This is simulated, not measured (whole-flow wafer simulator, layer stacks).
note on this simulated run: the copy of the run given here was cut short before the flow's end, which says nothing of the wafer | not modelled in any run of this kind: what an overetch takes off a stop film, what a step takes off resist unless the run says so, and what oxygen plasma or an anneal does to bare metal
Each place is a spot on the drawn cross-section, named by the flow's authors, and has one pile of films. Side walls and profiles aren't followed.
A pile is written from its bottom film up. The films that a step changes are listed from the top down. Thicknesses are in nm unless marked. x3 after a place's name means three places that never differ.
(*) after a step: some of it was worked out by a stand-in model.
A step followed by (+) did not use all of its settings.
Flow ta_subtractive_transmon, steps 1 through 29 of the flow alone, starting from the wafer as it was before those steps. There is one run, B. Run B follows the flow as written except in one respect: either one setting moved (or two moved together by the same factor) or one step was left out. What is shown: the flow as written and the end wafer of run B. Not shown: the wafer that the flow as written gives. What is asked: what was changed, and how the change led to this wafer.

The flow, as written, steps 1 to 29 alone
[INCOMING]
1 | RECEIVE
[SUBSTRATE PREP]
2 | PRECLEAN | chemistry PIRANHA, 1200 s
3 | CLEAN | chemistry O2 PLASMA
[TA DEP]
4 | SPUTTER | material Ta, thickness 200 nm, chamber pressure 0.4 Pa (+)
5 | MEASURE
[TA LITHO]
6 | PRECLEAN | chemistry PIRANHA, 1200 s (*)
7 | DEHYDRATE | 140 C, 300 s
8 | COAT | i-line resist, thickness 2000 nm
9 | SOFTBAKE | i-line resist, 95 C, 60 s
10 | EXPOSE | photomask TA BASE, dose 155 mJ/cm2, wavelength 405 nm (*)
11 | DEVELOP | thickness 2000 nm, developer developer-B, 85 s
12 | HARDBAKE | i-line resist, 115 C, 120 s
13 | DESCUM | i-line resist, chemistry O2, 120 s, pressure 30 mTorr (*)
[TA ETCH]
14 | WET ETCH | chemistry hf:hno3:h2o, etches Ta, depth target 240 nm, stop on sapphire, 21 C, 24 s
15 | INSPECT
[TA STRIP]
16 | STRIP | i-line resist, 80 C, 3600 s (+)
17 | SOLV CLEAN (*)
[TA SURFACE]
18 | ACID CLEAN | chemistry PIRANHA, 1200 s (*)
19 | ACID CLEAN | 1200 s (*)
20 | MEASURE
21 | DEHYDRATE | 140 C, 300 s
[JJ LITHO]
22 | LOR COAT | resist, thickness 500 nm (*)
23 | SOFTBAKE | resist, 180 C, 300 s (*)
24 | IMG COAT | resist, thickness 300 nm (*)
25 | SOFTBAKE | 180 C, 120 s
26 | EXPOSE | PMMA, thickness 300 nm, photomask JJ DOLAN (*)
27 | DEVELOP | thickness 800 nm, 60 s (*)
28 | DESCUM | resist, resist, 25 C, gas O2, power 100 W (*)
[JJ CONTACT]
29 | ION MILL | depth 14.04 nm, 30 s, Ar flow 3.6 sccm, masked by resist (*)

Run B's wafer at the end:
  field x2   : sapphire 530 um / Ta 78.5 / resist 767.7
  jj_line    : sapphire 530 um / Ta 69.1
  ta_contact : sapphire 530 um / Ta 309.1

What caused this: step 4, SPUTTER: thickness 318.8 nm was run, whereas the flow has thickness 200 nm.

The path from the change to this, step by step:
  4 | SPUTTER | material Ta, thickness 200 nm, chamber pressure 0.4 Pa (+)
      field x2, jj_line, lead, ta_contact, ta_pad: Ta gains 318.8 (new film) (in the flow as written it would be: Ta gains 200 (new film))
  14 | WET ETCH | chemistry hf:hno3:h2o, etches Ta, depth target 240 nm, stop on sapphire, 21 C, 24 s
      field x2, jj_line, lead: Ta loses 240 (in the flow as written it would be: Ta loses 200 (all of it))
  22 | LOR COAT | resist, thickness 500 nm (*)
      ta_contact: resist gains 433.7 (new film) (in the flow as written it would be: resist gains 443.8 (new film))
  29 | ION MILL | depth 14.04 nm, 30 s, Ar flow 3.6 sccm, masked by resist (*)
      jj_line, lead: Ta loses 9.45 (in the flow as written it would be: sapphire loses 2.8)
If metal films that touch count as one body, field x2 has 1 body; the flow as written gives 0 bodies.
If metal films that touch count as one body, jj_line has 1 body; the flow as written gives 0 bodies.
